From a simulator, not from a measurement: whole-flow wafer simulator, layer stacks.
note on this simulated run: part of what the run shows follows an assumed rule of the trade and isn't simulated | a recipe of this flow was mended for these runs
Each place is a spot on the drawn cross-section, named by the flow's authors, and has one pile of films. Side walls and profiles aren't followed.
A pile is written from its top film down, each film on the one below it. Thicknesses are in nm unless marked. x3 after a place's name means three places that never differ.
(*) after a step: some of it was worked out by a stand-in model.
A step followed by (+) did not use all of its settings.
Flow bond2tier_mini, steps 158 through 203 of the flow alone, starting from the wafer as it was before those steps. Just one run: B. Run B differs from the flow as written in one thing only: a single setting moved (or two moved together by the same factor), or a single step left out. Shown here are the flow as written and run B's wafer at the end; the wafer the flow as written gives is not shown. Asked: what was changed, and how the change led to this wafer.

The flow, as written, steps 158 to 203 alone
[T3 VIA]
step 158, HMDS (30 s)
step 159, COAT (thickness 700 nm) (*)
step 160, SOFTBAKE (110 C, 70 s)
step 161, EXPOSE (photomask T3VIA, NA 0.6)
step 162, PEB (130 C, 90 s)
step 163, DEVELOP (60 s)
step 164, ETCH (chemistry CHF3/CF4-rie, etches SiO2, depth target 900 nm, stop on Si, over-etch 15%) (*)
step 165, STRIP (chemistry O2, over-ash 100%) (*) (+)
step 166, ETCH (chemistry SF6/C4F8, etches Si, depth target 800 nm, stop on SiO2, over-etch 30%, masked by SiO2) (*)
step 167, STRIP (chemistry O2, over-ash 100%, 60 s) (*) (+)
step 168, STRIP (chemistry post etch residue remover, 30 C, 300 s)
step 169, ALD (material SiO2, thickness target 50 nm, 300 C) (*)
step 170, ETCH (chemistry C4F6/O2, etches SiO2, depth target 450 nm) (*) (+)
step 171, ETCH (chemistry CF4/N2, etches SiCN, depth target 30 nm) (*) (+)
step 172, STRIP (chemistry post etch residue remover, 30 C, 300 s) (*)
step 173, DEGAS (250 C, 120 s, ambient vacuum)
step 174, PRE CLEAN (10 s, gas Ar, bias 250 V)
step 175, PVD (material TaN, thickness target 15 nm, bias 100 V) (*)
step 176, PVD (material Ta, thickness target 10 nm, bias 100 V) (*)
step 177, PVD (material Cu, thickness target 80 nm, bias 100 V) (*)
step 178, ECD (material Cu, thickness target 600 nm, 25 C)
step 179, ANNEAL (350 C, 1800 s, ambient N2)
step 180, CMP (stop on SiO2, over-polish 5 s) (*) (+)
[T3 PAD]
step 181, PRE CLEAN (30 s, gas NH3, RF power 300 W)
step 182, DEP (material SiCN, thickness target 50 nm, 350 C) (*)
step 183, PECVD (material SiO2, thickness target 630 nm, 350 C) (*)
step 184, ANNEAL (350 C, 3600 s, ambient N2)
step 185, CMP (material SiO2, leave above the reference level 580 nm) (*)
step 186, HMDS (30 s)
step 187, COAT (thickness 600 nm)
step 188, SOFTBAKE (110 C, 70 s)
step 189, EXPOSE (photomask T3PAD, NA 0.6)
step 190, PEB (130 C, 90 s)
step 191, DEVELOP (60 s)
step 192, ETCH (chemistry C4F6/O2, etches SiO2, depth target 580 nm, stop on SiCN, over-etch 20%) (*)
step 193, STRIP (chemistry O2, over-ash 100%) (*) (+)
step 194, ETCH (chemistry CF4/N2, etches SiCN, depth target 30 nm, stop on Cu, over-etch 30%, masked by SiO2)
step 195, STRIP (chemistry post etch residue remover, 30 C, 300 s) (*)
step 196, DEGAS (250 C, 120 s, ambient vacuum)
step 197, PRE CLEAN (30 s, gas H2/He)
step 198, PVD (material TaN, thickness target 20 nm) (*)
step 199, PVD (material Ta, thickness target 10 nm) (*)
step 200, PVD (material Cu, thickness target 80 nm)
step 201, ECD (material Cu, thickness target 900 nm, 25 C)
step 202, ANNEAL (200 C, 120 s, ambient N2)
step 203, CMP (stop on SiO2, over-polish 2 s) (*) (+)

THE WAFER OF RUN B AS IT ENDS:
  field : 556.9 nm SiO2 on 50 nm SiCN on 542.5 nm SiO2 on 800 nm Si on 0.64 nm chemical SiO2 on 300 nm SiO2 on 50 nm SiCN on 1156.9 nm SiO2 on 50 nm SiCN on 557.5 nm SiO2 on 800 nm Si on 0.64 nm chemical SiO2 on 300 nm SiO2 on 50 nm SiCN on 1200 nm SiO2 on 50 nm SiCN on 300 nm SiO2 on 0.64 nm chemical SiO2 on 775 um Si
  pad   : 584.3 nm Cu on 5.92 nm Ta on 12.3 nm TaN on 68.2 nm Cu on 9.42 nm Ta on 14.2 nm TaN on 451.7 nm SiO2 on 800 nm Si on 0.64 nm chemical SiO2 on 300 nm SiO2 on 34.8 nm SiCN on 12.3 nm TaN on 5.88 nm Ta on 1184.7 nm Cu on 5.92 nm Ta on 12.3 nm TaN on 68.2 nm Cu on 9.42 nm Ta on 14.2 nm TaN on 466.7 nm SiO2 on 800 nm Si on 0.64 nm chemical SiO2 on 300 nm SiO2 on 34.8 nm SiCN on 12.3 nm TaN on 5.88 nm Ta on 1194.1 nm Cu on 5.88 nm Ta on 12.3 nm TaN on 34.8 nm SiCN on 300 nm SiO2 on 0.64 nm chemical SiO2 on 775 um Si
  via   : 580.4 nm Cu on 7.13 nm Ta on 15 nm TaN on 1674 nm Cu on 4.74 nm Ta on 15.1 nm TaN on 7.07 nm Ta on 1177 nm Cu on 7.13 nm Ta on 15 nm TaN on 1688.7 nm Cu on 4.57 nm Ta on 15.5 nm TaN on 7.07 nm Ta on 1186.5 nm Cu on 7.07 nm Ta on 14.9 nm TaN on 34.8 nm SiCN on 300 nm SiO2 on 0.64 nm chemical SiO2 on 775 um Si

The reason: step 169, ALD: thickness target 35 nm was run, whereas the flow has thickness target 50 nm.

The path from the change to this, step by step:
  step 169, ALD (material SiO2, thickness target 50 nm, 300 C) (*)
      field, pad, via: SiO2 gains 35 (it would be, as written: SiO2 gains 50)
  step 170, ETCH (chemistry C4F6/O2, etches SiO2, depth target 450 nm) (*) (+)
      via: SiO2 loses 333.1 (all of it), SiCN loses 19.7 (it would be, as written: SiO2 loses 348.1 (all of it), SiCN loses 17.2)
  step 171, ETCH (chemistry CF4/N2, etches SiCN, depth target 30 nm) (*) (+)
      via: SiCN loses 15.1 (all of it), TaN loses 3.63 (it would be, as written: SiCN loses 17.6 (all of it), TaN loses 3.01)
  step 177, PVD (material Cu, thickness target 80 nm, bias 100 V) (*)
      via: Cu gains 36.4 (new film) (it would be, as written: Cu gains 35 (new film))
